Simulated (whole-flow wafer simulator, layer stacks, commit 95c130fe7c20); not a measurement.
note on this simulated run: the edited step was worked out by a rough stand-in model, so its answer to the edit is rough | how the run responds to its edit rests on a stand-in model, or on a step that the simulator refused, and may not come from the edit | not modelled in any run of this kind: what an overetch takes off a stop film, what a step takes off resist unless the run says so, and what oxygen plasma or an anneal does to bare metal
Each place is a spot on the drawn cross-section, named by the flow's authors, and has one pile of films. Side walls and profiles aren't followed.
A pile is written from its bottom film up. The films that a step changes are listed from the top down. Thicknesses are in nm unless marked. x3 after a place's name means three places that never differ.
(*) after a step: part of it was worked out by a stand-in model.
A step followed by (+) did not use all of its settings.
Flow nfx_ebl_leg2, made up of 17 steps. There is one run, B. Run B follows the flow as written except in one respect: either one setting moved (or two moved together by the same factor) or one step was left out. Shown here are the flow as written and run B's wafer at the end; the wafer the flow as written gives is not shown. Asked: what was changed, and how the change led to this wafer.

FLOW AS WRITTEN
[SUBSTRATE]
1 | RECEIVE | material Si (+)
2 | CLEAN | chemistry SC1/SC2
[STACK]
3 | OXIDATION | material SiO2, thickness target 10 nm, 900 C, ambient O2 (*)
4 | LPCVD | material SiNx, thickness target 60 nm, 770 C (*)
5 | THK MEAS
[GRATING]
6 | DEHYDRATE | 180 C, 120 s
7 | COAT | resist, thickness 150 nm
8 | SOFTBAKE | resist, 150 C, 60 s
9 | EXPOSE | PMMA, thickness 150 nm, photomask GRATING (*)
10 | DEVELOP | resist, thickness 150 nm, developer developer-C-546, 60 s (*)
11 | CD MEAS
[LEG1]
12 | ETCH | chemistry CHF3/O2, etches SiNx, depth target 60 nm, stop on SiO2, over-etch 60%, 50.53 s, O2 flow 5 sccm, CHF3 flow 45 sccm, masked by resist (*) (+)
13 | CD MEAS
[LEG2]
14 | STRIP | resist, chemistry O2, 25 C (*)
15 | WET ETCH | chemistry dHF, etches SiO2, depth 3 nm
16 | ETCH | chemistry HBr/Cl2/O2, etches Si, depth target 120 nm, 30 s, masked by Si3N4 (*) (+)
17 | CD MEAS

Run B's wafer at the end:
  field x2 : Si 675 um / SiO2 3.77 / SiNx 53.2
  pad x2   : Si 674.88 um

What caused this: step 3, OXIDATION: 788 C was run, whereas the flow has 900 C.

The path from the change to this, step by step:
  3 | OXIDATION | material SiO2, thickness target 10 nm, 900 C, ambient O2 (*)
      field x2, pad x2: SiO2 gains 3.77 (new film), chemical SiO2 loses 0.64 (all of it), Si loses 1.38 (it would be, as written: SiO2 gains 10 (new film), chemical SiO2 loses 0.64 (all of it), Si loses 4.12)
  12 | ETCH | chemistry CHF3/O2, etches SiNx, depth target 60 nm, stop on SiO2, over-etch 60%, 50.53 s, O2 flow 5 sccm, CHF3 flow 45 sccm, masked by resist (*) (+)
      pad x2: SiNx loses 60 (all of it), SiO2 loses 3.77 (all of it) (it would be, as written: SiNx loses 60 (all of it), SiO2 loses 10 (all of it))
